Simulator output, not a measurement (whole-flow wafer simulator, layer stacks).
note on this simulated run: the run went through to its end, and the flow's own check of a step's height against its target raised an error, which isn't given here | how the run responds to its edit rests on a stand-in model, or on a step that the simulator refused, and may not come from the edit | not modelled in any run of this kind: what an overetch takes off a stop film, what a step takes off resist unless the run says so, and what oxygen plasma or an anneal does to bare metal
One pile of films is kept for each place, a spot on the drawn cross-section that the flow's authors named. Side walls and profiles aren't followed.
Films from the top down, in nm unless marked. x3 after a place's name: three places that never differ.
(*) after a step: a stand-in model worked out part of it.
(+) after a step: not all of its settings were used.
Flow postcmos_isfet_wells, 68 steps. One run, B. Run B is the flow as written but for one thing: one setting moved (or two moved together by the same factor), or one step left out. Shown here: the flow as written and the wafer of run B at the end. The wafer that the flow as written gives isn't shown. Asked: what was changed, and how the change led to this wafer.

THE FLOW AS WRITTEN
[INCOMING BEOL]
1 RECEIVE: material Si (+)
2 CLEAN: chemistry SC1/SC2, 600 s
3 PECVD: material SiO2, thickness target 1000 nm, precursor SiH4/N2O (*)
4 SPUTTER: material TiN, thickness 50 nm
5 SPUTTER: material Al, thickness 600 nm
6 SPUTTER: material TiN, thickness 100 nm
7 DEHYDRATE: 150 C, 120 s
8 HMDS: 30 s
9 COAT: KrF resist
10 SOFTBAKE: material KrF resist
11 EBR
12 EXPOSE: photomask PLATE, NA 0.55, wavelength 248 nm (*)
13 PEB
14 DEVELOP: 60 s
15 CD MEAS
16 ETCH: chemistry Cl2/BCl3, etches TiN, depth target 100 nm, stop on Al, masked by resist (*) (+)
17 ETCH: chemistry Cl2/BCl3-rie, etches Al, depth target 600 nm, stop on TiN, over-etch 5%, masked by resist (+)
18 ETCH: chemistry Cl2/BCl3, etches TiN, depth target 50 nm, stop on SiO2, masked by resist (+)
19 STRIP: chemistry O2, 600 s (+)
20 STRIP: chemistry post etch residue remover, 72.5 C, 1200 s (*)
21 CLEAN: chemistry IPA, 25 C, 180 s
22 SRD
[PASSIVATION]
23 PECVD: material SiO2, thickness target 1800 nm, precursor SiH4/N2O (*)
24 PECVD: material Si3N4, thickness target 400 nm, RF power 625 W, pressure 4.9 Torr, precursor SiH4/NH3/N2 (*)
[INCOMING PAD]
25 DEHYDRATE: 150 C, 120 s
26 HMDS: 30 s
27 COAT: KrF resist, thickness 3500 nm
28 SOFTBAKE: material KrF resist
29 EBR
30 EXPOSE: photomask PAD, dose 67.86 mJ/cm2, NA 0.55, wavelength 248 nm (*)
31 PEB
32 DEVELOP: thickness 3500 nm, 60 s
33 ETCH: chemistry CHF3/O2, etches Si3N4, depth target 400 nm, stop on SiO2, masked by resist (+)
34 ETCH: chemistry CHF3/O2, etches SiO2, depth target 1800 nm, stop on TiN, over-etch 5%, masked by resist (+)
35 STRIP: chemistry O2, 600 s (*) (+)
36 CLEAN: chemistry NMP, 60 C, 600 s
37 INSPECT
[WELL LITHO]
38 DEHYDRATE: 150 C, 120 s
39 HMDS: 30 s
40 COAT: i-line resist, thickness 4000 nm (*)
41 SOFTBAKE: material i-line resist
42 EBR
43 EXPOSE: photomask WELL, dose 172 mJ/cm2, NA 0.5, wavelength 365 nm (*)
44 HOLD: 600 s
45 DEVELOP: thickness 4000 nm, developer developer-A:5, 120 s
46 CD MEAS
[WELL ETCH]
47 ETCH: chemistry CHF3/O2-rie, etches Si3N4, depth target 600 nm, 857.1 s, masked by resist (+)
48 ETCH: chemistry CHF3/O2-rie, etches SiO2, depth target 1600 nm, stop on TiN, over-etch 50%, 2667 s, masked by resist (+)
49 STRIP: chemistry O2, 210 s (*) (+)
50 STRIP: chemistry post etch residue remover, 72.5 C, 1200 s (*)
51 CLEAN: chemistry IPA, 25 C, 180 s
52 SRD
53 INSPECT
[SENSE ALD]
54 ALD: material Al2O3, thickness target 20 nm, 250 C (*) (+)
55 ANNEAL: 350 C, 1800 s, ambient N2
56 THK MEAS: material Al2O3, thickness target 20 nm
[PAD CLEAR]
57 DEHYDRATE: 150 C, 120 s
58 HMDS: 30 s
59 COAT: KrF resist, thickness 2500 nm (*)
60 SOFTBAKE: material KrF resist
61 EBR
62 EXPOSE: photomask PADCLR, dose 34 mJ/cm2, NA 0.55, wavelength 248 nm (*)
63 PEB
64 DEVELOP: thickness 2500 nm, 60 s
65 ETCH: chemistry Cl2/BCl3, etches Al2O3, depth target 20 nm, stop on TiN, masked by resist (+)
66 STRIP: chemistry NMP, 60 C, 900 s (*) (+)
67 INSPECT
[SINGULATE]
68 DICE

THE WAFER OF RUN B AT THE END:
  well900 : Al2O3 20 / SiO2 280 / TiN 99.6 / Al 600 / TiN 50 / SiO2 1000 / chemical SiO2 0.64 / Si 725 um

The cause: step 48, ETCH: depth target 880 nm was run, where the flow has depth target 1600 nm; step 48, ETCH: 1467 s was run, where the flow has 2667 s.

How the change led to this, step by step:
  48 ETCH: chemistry CHF3/O2-rie, etches SiO2, depth target 1600 nm, stop on TiN, over-etch 50%, 2667 s, masked by resist (+)
      well900, well1300 x3: SiO2 -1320 (as written it would be: SiO2 -1600 (all of it))
      field, margin, pad_rim, pad_clr, pad_open: i-line resist -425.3 (as written it would be: i-line resist -773.3)
  49 STRIP: chemistry O2, 210 s (*) (+)
      field, margin, pad_rim: i-line resist -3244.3 (all of it) (as written it would be: i-line resist -2896.3 (all of it))
      pad_clr: i-line resist -2344.5 (all of it) (as written it would be: i-line resist -1996.5 (all of it))
      (and at 1 more place)
  59 COAT: KrF resist, thickness 2500 nm (*)
      field: KrF resist +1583 (new film) (as written it would be: KrF resist +1449 (new film))
      margin: KrF resist +1582.9 (new film) (as written it would be: KrF resist +1448.9 (new film))
  63 PEB
      field, margin: KrF resist -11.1 (as written it would be: KrF resist -10.1)
  66 STRIP: chemistry NMP, 60 C, 900 s (*) (+)
      field, margin: KrF resist -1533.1 (all of it) (as written it would be: KrF resist -1400.1 (all of it))
